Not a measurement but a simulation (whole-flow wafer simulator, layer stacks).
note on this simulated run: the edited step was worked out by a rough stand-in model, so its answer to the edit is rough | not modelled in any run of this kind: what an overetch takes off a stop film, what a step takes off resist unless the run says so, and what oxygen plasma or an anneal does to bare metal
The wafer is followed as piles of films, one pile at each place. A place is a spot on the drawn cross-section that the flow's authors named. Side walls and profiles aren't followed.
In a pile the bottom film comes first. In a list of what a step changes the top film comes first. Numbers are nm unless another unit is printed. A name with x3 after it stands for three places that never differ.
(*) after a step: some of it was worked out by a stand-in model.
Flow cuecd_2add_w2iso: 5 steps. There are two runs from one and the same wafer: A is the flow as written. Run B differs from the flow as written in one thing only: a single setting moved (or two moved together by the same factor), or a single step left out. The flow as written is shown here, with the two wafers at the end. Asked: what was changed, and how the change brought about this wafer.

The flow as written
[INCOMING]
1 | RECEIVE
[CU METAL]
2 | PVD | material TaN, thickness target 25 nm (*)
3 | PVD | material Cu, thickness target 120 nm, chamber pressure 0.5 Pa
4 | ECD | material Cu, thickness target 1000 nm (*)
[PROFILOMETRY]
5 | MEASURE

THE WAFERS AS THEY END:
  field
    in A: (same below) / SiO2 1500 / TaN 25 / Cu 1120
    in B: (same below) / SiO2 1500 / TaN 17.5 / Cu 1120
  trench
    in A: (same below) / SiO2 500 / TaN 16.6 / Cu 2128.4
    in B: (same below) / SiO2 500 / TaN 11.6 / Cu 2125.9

Cause: step 2, PVD: thickness target 17.5 nm was run, while the flow as written has thickness target 25 nm.
One can read it off the wafer: field has TaN 17.5, and step 2 as written asks for 25 nm.

How this came from the change, step by step:
  2 | PVD | material TaN, thickness target 25 nm (*)
      field: A TaN gains 25 (new film) | B TaN gains 17.5 (new film)
      trench: A TaN gains 16.6 (new film) | B TaN gains 11.6 (new film)
